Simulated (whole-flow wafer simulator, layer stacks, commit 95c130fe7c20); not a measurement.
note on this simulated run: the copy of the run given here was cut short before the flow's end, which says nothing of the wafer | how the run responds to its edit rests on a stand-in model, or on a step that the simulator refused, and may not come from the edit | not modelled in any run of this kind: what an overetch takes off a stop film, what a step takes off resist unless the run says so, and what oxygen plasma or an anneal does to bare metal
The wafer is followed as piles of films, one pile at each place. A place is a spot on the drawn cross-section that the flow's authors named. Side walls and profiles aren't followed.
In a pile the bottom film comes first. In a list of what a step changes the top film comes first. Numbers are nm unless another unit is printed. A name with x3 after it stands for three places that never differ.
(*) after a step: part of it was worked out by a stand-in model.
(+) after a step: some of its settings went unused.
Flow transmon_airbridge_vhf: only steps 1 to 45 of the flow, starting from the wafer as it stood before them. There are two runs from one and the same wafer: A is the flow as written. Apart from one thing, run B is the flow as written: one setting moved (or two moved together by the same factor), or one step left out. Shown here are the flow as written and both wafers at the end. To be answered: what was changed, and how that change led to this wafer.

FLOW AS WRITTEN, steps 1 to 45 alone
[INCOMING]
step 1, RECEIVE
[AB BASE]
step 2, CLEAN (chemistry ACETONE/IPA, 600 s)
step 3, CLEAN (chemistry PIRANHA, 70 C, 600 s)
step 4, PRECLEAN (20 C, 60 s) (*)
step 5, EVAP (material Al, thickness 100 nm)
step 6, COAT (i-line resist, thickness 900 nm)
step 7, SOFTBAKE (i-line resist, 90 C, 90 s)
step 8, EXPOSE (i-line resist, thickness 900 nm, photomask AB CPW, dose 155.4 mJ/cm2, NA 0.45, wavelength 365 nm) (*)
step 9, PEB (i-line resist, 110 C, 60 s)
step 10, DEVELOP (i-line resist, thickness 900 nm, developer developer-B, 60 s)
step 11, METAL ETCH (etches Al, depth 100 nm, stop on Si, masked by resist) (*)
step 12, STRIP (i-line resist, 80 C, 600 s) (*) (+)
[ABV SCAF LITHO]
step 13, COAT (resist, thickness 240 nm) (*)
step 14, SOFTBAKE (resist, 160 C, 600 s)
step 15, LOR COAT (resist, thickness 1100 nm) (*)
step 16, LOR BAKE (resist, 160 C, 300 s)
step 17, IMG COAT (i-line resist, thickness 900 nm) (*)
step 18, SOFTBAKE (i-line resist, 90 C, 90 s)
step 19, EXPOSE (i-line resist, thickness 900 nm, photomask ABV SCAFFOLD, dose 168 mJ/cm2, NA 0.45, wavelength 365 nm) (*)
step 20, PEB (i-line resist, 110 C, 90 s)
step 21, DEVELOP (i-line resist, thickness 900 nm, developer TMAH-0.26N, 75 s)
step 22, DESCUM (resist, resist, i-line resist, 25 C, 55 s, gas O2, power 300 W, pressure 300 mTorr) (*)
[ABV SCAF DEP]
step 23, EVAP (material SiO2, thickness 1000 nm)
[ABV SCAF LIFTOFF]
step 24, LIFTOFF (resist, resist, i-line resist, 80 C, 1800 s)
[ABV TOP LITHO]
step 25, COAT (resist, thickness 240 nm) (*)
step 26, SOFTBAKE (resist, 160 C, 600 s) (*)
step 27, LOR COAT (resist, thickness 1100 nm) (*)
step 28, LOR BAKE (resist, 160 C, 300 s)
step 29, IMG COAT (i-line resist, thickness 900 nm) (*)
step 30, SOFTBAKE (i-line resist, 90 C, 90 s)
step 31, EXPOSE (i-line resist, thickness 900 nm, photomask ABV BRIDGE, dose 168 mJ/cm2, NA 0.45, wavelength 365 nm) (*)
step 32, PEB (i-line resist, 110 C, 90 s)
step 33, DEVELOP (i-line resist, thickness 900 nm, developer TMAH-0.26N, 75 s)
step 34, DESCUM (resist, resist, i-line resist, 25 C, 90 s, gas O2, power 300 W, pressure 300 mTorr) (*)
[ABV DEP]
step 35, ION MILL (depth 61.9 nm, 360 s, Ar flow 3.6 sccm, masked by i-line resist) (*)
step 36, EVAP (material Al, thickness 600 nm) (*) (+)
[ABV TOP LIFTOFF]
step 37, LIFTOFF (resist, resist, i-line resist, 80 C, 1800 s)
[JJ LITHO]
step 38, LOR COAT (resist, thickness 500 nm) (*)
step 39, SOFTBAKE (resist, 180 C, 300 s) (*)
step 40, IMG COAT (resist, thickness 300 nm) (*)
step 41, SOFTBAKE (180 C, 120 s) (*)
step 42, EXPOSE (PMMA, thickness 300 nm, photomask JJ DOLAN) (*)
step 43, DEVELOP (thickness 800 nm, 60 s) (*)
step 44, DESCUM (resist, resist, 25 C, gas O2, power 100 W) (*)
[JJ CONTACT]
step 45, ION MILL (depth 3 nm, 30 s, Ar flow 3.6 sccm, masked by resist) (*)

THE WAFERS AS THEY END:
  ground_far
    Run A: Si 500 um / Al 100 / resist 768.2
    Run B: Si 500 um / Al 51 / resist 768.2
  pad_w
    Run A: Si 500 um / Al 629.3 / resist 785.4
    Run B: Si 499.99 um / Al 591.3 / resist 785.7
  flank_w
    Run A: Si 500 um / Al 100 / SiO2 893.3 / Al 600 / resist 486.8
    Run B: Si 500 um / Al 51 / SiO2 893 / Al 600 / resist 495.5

The reason: step 5, EVAP: thickness 51 nm was run, whereas the flow has thickness 100 nm.
One can read it off the wafer: ground_far has Al 51, and step 5 as written asks for 100 nm.

How this came from the change, step by step:
  step 5, EVAP (material Al, thickness 100 nm)
      field x3, jj_line, ground_far and 12 more: A +100 Al (new film) | B +51 Al (new film)
  step 11, METAL ETCH (etches Al, depth 100 nm, stop on Si, masked by resist) (*)
      ground_far, pad_w, flank_w and 8 more: A -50 i-line resist | B -38.2 i-line resist
      field x3, jj_line, gap_w, gap_e: A -100 Al (all of it) | B -51 Al (all of it)
  step 13, COAT (resist, thickness 240 nm) (*)
      flank_w, flank_e: A +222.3 resist (new film) | B +230.5 resist (new film)
      gap_w, gap_e: A +251.7 resist (new film) | B +246.2 resist (new film)
  step 22, DESCUM (resist, resist, i-line resist, 25 C, 55 s, gas O2, power 300 W, pressure 300 mTorr) (*)
      flank_w, flank_e: A -222.3 resist (all of it) | B -230.5 resist (all of it)
      gap_w, gap_e: A -251.7 resist (all of it) | B -246.2 resist (all of it)
  step 25, COAT (resist, thickness 240 nm) (*)
      flank_w, flank_e: A +152.6 resist (new film) | B +158.5 resist (new film)
      gap_w, gap_e: A +210.7 resist (new film) | B +205.4 resist (new film)
  step 32, PEB (i-line resist, 110 C, 90 s)
      gap_w, gap_e: A -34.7 i-line resist | B -34 i-line resist
  step 34, DESCUM (resist, resist, i-line resist, 25 C, 90 s, gas O2, power 300 W, pressure 300 mTorr) (*)
      flank_w, flank_e: A -152.6 resist (all of it) | B -158.5 resist (all of it)
      gap_w, gap_e: A -210.7 resist (all of it) | B -205.4 resist (all of it)
  step 35, ION MILL (depth 61.9 nm, 360 s, Ar flow 3.6 sccm, masked by i-line resist) (*)
      pad_w, pad_e: A -61.9 Al | B -51 Al (all of it), -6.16 Si
  step 36, EVAP (material Al, thickness 600 nm) (*) (+)
      pad_w, pad_e: A +591.2 Al | B +591.3 Al (new film)
  step 40, IMG COAT (resist, thickness 300 nm) (*)
      flank_w, flank_e: A +212.1 resist | B +219.3 resist
